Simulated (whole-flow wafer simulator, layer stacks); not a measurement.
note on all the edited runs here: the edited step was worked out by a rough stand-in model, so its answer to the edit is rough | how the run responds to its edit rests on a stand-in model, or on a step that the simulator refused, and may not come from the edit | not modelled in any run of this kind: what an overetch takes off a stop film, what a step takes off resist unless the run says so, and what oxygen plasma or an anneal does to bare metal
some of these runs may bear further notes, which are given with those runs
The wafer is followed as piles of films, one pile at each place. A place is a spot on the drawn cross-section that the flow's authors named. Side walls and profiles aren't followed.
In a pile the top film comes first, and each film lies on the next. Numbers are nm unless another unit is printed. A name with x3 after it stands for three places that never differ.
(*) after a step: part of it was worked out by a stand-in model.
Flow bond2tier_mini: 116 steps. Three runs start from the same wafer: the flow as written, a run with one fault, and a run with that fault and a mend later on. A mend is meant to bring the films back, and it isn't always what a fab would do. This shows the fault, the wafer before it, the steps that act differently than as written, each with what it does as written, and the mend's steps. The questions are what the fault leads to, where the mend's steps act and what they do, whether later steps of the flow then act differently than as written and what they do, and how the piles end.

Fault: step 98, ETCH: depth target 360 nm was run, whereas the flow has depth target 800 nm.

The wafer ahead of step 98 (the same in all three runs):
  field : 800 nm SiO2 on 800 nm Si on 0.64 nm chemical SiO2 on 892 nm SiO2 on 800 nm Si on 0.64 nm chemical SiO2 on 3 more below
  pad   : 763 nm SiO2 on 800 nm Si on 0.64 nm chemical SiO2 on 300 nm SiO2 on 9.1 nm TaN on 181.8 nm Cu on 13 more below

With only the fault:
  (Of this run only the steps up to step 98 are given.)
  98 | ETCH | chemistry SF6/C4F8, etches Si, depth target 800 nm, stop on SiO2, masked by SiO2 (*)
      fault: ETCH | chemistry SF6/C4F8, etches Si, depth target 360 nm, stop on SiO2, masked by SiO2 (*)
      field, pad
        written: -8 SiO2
        fault: -3.6 SiO2
  Once step 98 is done, the piles differ only a little from the flow's at the places that both follow, at most by 2% or 0.5 nm, whichever is larger.

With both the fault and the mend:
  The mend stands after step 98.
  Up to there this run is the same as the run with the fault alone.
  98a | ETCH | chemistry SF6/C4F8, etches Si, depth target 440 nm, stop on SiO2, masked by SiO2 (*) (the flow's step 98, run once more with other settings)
      field, pad
        -4.4 SiO2
  None of the later steps of the flow acts differently than as written at any place that is followed.
  The piles end the same as the flow's at every place that both follow.
